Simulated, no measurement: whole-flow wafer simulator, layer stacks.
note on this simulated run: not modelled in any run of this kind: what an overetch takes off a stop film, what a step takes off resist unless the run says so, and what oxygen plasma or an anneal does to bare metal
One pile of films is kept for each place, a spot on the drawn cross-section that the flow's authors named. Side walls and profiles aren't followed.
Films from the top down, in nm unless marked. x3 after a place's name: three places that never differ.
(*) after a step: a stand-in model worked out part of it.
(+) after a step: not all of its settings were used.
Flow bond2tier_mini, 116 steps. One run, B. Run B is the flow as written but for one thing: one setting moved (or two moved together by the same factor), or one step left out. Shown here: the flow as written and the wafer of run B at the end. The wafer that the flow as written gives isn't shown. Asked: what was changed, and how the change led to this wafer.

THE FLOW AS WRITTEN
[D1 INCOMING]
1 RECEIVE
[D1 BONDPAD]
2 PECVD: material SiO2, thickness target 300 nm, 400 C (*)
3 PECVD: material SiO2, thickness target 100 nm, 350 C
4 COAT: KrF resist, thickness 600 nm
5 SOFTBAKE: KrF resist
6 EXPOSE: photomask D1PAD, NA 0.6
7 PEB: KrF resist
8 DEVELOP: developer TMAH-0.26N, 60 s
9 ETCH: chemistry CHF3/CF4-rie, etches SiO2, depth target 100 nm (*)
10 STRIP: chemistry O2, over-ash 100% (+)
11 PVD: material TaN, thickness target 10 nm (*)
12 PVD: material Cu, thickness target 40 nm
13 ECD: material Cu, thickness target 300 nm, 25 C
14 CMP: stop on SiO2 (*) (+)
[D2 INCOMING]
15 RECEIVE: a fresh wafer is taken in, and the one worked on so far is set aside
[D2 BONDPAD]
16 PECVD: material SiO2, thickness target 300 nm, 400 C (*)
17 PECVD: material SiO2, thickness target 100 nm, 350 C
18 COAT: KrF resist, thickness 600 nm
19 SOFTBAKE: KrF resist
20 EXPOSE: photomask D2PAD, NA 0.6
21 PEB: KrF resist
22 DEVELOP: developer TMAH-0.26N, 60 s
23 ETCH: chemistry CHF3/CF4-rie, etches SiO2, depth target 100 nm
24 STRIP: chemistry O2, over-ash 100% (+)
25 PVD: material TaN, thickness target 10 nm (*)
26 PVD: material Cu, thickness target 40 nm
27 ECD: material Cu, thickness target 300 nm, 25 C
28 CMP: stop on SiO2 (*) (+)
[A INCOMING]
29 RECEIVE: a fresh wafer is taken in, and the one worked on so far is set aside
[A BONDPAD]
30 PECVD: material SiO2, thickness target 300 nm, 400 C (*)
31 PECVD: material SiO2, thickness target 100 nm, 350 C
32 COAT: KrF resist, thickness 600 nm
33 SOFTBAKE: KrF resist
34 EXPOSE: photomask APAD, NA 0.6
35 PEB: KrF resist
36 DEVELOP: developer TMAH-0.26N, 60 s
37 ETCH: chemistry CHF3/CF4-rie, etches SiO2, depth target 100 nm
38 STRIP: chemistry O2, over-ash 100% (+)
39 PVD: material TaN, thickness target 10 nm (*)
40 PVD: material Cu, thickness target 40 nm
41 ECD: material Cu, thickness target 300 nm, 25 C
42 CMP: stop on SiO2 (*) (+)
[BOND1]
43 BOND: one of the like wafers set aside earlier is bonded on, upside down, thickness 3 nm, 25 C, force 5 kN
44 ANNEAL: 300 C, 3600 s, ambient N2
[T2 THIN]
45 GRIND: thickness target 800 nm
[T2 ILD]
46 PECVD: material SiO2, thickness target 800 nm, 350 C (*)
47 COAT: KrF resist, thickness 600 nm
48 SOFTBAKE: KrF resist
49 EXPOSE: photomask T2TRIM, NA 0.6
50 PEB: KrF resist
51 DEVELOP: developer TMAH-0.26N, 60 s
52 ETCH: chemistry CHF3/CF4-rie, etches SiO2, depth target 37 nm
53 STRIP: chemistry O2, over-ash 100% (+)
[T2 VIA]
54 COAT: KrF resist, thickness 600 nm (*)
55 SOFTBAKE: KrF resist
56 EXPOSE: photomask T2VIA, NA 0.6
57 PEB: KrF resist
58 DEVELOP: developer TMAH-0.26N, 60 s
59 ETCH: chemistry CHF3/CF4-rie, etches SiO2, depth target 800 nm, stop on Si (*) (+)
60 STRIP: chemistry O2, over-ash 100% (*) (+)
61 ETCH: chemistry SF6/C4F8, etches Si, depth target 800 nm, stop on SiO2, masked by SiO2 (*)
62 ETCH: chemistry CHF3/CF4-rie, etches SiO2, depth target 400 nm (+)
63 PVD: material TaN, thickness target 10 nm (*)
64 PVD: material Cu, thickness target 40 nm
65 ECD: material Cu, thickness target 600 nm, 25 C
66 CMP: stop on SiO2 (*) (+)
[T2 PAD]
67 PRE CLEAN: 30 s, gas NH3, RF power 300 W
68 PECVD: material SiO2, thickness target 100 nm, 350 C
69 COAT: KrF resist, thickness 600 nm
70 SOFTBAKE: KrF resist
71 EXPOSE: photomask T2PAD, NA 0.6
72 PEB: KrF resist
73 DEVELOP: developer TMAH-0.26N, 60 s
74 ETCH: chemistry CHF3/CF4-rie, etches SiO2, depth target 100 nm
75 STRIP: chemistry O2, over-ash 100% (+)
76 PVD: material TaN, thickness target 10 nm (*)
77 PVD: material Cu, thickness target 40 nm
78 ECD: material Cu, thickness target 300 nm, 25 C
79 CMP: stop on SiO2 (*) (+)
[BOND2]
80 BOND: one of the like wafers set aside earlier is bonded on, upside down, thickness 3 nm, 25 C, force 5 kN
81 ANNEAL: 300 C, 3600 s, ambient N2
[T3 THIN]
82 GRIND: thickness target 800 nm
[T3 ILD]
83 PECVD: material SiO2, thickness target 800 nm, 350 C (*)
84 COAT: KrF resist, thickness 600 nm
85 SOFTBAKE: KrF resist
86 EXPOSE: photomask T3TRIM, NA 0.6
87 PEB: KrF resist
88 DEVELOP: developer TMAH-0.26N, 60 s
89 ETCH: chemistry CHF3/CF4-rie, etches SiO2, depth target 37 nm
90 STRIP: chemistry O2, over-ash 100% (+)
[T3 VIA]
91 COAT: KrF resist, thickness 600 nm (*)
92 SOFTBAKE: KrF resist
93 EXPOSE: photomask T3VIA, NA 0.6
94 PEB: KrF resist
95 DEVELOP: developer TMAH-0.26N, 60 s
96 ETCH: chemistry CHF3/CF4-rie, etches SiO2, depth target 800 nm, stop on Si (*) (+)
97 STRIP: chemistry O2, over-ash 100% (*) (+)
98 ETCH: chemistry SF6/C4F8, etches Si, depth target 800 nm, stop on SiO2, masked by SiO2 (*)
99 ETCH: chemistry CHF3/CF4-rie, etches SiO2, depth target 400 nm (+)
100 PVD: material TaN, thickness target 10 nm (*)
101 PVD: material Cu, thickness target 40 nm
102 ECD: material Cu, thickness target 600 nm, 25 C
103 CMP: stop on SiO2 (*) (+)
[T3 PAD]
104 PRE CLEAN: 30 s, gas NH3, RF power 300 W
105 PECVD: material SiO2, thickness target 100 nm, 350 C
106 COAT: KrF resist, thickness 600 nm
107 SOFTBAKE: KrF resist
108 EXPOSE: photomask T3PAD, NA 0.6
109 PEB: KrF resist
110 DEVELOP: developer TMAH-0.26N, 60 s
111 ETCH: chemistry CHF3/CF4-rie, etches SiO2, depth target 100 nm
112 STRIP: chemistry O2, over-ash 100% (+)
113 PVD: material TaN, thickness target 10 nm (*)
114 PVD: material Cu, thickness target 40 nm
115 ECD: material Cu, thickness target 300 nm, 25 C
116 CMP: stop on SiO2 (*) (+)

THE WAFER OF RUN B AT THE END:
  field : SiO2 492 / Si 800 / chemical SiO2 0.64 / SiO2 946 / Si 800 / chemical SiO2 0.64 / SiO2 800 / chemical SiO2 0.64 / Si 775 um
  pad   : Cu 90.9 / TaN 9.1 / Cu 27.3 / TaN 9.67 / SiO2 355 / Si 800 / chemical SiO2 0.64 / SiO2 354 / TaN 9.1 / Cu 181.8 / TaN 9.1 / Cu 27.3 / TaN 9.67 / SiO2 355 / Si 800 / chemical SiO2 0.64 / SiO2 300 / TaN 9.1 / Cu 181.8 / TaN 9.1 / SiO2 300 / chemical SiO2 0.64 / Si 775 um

The cause: step 17, PECVD: thickness target 154 nm was run, where the flow has thickness target 100 nm.

How the change led to this, step by step:
  17 PECVD: material SiO2, thickness target 100 nm, 350 C
      field, pad, via: SiO2 +154 (as written it would be: SiO2 +100)
  80 BOND: one of the like wafers set aside earlier is bonded on, upside down, thickness 3 nm, 25 C, force 5 kN
      field: Si +775 um (new film), chemical SiO2 +0.64 (new film), SiO2 +454 (as written it would be: Si +775 um (new film), chemical SiO2 +0.64 (new film), SiO2 +400)
      pad: Si +775 um (new film), chemical SiO2 +0.64 (new film), SiO2 +354 (new film), TaN +9.1 (new film), Cu +90.9 (as written it would be: Si +775 um (new film), chemical SiO2 +0.64 (new film), SiO2 +300 (new film), TaN +9.1 (new film), Cu +90.9)
